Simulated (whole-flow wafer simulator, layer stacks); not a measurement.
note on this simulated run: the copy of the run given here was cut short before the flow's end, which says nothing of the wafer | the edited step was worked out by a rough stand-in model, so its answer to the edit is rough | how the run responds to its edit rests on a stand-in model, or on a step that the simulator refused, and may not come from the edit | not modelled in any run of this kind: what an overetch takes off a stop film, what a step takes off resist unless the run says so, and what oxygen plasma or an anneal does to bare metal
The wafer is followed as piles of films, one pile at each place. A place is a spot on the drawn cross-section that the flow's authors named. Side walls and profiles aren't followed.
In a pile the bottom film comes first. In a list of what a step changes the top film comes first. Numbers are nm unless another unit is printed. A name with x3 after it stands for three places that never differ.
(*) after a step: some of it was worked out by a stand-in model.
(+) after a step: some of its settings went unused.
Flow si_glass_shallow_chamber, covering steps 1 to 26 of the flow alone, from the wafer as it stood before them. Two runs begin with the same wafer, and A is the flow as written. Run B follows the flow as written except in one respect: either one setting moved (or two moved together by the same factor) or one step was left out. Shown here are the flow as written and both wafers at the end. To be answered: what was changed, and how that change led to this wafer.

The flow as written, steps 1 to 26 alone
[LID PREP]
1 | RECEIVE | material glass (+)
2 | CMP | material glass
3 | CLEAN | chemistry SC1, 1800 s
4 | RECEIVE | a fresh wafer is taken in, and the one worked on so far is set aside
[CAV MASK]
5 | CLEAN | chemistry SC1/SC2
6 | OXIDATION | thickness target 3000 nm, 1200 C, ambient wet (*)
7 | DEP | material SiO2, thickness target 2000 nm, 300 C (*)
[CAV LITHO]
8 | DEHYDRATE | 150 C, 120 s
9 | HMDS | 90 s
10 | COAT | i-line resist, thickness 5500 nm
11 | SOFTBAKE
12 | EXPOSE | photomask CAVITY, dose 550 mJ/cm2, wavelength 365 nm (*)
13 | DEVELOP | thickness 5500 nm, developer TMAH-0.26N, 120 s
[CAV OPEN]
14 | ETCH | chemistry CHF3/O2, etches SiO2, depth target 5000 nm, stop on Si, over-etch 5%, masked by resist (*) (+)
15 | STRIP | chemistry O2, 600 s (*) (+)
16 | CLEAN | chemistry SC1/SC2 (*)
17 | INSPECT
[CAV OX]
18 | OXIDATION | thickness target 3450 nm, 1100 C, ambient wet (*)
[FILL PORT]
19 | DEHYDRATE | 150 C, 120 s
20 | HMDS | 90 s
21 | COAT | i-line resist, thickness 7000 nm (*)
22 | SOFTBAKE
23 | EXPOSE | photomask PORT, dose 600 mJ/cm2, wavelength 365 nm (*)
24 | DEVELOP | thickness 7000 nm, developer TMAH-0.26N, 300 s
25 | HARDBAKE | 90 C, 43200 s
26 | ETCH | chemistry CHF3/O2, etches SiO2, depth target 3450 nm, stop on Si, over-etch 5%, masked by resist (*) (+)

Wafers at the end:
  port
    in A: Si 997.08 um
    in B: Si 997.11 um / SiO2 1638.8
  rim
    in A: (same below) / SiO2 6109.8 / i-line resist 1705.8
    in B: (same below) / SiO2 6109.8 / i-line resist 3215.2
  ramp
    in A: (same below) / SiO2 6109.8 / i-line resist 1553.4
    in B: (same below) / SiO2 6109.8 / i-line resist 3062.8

The reason: step 26, ETCH: depth target 1725 nm was run, whereas the flow has depth target 3450 nm.

How this came from the change, step by step:
  26 | ETCH | chemistry CHF3/O2, etches SiO2, depth target 3450 nm, stop on Si, over-etch 5%, masked by resist (*) (+)
      port: A SiO2 loses 3450 (all of it), Si loses 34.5 | B SiO2 loses 1811.2
      rim, ramp, cav, ring: A i-line resist loses 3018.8 | B i-line resist loses 1509.4
      (and at 1 other place as well)
